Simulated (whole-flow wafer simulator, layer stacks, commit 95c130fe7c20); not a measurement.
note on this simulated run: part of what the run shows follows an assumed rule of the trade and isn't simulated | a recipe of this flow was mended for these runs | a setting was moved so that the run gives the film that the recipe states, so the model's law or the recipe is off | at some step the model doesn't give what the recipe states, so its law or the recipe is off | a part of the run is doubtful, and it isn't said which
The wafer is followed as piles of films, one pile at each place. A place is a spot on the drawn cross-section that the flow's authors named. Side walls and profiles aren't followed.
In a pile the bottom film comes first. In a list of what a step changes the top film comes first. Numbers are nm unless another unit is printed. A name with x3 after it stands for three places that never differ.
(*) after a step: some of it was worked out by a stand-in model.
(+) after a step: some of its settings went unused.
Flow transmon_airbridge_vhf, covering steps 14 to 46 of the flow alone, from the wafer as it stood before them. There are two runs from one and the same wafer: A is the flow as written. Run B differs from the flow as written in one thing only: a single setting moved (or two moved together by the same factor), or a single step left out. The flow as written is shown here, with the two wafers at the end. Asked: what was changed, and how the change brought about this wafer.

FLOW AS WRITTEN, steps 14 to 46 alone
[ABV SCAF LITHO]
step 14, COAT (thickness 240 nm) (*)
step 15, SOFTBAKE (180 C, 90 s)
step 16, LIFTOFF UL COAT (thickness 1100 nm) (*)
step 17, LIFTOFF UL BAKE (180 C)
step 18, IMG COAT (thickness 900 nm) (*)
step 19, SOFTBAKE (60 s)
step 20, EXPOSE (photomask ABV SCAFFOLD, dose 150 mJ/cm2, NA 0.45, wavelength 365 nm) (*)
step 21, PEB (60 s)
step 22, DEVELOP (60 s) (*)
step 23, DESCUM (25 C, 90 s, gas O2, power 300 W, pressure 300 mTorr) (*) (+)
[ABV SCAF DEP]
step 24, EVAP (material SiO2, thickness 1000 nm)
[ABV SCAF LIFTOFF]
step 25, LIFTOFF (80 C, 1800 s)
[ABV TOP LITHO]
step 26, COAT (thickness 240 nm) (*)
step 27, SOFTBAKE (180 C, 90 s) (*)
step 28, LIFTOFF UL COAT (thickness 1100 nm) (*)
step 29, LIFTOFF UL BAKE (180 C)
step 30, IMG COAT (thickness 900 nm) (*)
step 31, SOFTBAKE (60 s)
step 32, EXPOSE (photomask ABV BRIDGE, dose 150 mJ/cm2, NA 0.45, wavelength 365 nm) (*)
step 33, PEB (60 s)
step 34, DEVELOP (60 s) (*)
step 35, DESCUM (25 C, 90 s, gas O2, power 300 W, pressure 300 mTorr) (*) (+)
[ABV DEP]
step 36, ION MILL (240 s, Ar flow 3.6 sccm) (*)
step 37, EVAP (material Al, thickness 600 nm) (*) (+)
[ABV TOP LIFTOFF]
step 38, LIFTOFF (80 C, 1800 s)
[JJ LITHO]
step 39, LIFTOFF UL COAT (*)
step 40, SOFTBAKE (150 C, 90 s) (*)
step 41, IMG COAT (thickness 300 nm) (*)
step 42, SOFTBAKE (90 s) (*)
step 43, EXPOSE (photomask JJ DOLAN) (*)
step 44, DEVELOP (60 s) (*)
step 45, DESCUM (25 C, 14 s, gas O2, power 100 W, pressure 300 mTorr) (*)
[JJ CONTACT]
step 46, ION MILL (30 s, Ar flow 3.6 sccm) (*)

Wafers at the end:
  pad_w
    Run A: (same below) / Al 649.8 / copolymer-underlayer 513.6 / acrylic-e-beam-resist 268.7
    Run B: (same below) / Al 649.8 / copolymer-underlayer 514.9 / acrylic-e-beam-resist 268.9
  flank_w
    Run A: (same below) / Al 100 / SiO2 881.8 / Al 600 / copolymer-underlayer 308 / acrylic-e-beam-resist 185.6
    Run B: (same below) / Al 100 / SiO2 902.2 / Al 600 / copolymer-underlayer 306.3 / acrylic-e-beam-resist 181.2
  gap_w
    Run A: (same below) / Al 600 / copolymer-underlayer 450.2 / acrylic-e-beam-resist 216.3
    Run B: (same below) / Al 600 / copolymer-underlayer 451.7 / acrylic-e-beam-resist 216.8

Cause: step 18, IMG COAT: thickness 450 nm was run, though the flow has thickness 900 nm.

How this came from the change, step by step:
  step 18, IMG COAT (thickness 900 nm) (*)
      field x3, jj_line, trace_open_s x2, margin_s, bridge_strip, margin_n: A +900 i-line-resist (new film) | B +450 i-line-resist (new film)
      pad_w, pad_e: A +894.3 i-line-resist (new film) | B +444.4 i-line-resist (new film)
      (also at 6 further places)
  step 21, PEB (60 s)
      field x3, jj_line, trace_open_s x2, margin_s, bridge_strip, margin_n: A -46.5 i-line-resist | B -22.7 i-line-resist
      pad_w, pad_e: A -46.2 i-line-resist | B -22.4 i-line-resist
      (also at 6 further places)
  step 22, DEVELOP (60 s) (*)
      margin_s, bridge_strip, margin_n: A -853.5 i-line-resist (all of it), -1100 lift-off-underlayer (all of it) | B -427.3 i-line-resist (all of it), -1100 lift-off-underlayer (all of it)
      flank_w, flank_e: A -861.4 i-line-resist (all of it), -1084.6 lift-off-underlayer (all of it) | B -433.6 i-line-resist (all of it), -1084.6 lift-off-underlayer (all of it)
      (also at 3 further places)
  step 24, EVAP (material SiO2, thickness 1000 nm)
      flank_w, flank_e: A +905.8 SiO2 (new film) | B +926.2 SiO2 (new film)
  step 25, LIFTOFF (80 C, 1800 s)
      field x3, jj_line, trace_open_s x2: A -1000 SiO2 (all of it), -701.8 i-line-resist (all of it), -1100 lift-off-underlayer (all of it), -240 acrylic-e-beam-resist (all of it) | B -1000 SiO2 (all of it), -275.6 i-line-resist (all of it), -1100 lift-off-underlayer (all of it), -240 acrylic-e-beam-resist (all of it)
      pad_w, pad_e: A -1000 SiO2 (all of it), -696.3 i-line-resist (all of it), -1089.9 lift-off-underlayer (all of it), -239.3 acrylic-e-beam-resist (all of it) | B -1000 SiO2 (all of it), -270.2 i-line-resist (all of it), -1089.9 lift-off-underlayer (all of it), -239.3 acrylic-e-beam-resist (all of it)
      (also at 1 further place)
  step 26, COAT (thickness 240 nm) (*)
      flank_w, flank_e: A +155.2 acrylic-e-beam-resist (new film) | B +151.8 acrylic-e-beam-resist (new film)
  step 35, DESCUM (25 C, 90 s, gas O2, power 300 W, pressure 300 mTorr) (*) (+)
      flank_w, flank_e: A -155.2 acrylic-e-beam-resist (all of it) | B -151.8 acrylic-e-beam-resist (all of it)
  step 41, IMG COAT (thickness 300 nm) (*)
      flank_w, flank_e: A +217.1 acrylic-e-beam-resist (new film) | B +212.7 acrylic-e-beam-resist (new film)
